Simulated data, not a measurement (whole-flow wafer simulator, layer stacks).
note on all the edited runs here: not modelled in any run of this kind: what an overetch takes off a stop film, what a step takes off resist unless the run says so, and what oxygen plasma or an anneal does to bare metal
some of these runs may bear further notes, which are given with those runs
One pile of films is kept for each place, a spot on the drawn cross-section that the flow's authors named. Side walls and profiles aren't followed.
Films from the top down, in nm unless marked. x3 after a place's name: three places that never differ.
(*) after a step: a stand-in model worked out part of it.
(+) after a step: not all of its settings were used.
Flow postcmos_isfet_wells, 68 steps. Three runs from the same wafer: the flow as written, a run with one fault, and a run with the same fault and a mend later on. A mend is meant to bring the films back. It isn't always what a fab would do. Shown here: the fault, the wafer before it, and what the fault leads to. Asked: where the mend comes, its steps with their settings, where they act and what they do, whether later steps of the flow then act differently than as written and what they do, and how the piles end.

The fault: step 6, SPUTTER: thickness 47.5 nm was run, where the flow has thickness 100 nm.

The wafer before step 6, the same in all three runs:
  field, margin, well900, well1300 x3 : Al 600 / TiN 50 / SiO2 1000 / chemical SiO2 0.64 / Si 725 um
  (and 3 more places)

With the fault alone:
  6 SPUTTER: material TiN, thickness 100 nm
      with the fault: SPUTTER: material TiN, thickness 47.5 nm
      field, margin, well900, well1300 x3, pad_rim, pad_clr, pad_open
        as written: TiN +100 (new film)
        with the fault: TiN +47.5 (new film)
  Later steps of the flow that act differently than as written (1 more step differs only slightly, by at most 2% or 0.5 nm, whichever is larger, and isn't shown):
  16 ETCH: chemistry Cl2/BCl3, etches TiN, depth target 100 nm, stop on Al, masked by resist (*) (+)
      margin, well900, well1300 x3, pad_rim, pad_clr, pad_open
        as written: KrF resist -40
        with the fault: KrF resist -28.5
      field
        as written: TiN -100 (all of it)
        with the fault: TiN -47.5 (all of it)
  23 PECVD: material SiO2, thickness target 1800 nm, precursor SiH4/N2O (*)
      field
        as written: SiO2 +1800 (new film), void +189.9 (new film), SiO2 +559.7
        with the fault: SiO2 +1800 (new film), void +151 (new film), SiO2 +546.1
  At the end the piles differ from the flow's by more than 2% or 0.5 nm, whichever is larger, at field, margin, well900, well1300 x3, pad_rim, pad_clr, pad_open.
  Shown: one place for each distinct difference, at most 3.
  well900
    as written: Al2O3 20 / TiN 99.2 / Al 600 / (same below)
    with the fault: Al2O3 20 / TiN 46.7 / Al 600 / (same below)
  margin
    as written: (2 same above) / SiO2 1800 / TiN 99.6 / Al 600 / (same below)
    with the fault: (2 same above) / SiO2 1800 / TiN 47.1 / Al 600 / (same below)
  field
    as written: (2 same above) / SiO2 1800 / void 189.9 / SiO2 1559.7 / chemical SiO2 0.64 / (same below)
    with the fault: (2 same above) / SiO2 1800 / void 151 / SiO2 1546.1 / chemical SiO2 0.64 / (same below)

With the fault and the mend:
  The mend comes after step 15.
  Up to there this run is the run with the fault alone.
  15a STRIP: chemistry O2, 600 s (+)
      margin, well900, well1300 x3, pad_rim, pad_clr, pad_open
        KrF resist -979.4 (all of it)
  15b SPUTTER: material TiN, thickness 52.5 nm (the flow's step 6 once more, with other settings)
      field, margin, well900, well1300 x3, pad_rim, pad_clr, pad_open
        TiN +52.5
  15c HMDS: 30 s (the flow's step 8 once more)
      changes no film at any place that is followed
  15d COAT: KrF resist (the flow's step 9 once more)
      field, margin, well900, well1300 x3, pad_rim, pad_clr, pad_open
        KrF resist +1000 (new film)
  15e SOFTBAKE: material KrF resist (the flow's step 10 once more)
      changes no film at any place that is followed
  15f EBR (the flow's step 11 once more)
      changes no film at any place that is followed
  15g EXPOSE: photomask PLATE, NA 0.55, wavelength 248 nm (*) (the flow's step 12 once more)
      changes no film at any place that is followed
  15h PEB (the flow's step 13 once more)
      field, margin, well900, well1300 x3, pad_rim, pad_clr, pad_open
        KrF resist -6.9
  15i DEVELOP: 60 s (the flow's step 14 once more)
      margin, well900, well1300 x3, pad_rim, pad_clr, pad_open
        KrF resist -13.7
      field
        KrF resist -993.1 (all of it)
  No later step of the flow acts differently than as written at any place that is followed.
  At the end the piles are the same as the flow's at every place that both follow.
